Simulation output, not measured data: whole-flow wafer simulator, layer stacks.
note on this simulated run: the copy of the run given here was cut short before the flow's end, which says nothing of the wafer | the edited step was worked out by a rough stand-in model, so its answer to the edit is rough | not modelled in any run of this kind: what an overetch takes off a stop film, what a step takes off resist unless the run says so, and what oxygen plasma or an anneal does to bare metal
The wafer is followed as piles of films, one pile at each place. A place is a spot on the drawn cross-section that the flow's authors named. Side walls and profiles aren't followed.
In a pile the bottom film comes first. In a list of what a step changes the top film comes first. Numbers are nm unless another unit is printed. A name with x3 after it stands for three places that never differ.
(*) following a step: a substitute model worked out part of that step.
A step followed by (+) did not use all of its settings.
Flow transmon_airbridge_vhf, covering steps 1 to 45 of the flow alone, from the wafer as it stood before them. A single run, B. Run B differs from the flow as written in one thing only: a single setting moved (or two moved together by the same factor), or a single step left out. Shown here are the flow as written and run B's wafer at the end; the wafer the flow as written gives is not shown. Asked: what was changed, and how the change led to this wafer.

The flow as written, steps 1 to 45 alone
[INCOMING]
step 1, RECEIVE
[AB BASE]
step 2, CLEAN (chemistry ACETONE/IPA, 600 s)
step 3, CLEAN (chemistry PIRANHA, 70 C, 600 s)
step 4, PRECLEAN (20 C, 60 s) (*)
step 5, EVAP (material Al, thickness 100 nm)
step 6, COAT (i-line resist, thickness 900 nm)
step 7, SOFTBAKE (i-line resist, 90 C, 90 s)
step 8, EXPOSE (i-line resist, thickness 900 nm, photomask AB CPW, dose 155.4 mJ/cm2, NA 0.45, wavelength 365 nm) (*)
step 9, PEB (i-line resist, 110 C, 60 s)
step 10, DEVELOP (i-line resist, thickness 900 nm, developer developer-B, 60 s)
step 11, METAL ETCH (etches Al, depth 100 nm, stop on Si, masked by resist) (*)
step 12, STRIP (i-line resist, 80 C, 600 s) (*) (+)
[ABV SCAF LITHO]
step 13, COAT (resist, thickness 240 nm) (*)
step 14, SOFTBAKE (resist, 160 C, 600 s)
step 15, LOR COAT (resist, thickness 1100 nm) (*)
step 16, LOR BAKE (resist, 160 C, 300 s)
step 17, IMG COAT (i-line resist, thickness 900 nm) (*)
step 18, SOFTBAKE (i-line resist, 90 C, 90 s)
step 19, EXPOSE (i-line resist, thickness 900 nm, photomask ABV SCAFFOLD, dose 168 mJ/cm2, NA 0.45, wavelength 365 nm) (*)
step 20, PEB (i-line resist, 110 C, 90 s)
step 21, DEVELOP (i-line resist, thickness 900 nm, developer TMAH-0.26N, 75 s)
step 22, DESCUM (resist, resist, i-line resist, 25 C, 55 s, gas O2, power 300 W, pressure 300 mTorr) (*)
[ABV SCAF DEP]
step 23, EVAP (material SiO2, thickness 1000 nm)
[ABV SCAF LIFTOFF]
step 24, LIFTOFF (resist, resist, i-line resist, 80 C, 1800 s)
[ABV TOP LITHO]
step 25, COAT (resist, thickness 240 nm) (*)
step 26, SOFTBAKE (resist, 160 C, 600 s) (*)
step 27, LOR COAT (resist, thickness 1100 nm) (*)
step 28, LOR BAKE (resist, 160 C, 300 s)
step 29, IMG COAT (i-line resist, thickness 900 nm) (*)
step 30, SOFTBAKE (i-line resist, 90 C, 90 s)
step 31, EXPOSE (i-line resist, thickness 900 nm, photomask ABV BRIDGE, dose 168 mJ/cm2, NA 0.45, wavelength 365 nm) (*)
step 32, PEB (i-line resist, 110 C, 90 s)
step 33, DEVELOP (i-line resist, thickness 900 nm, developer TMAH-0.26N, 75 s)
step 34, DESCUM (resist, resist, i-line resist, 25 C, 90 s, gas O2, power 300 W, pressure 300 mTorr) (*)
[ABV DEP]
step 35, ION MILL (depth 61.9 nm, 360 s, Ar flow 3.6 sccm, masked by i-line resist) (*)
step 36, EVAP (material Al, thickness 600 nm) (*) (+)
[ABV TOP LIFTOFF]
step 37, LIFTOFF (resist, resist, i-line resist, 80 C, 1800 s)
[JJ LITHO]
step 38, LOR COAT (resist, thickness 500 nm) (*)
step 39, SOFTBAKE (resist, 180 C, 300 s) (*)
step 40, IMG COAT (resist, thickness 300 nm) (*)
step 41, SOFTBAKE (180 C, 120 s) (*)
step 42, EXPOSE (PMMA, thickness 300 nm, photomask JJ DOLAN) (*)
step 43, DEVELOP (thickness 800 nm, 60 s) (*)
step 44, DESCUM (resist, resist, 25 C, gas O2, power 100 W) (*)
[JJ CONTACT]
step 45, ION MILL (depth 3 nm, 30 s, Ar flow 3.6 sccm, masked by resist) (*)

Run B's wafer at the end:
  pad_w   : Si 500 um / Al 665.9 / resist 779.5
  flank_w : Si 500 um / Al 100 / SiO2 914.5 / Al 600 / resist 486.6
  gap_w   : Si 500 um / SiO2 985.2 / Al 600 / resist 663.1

The reason: step 35, ION MILL: depth 25.4 nm was run, while the flow as written has depth 61.9 nm; step 35, ION MILL: 148 s was run, where the flow has 360 s.

The path from the change to this, step by step:
  step 35, ION MILL (depth 61.9 nm, 360 s, Ar flow 3.6 sccm, masked by i-line resist) (*)
      field x3, jj_line, ground_far, trace_open_s x2, margin_s, margin_n: -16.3 i-line resist (in the flow as written it would be: -39.7 i-line resist)
      flank_w, gap_w, cpw_trace, gap_e, flank_e, bridge_strip: -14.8 SiO2 (in the flow as written it would be: -36 SiO2)
      (also at 2 further places)
  step 37, LIFTOFF (resist, resist, i-line resist, 80 C, 1800 s)
      field x3, jj_line, trace_open_s x2: -600 Al (all of it), -623.4 i-line resist (all of it), -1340 resist (all of it) (in the flow as written it would be: -600 Al (all of it), -600 i-line resist (all of it), -1340 resist (all of it))
      margin_s, margin_n: -600 Al (all of it), -341.7 i-line resist (all of it), -992 resist (all of it) (in the flow as written it would be: -600 Al (all of it), -318.3 i-line resist (all of it), -992 resist (all of it))
      (also at 1 further place)
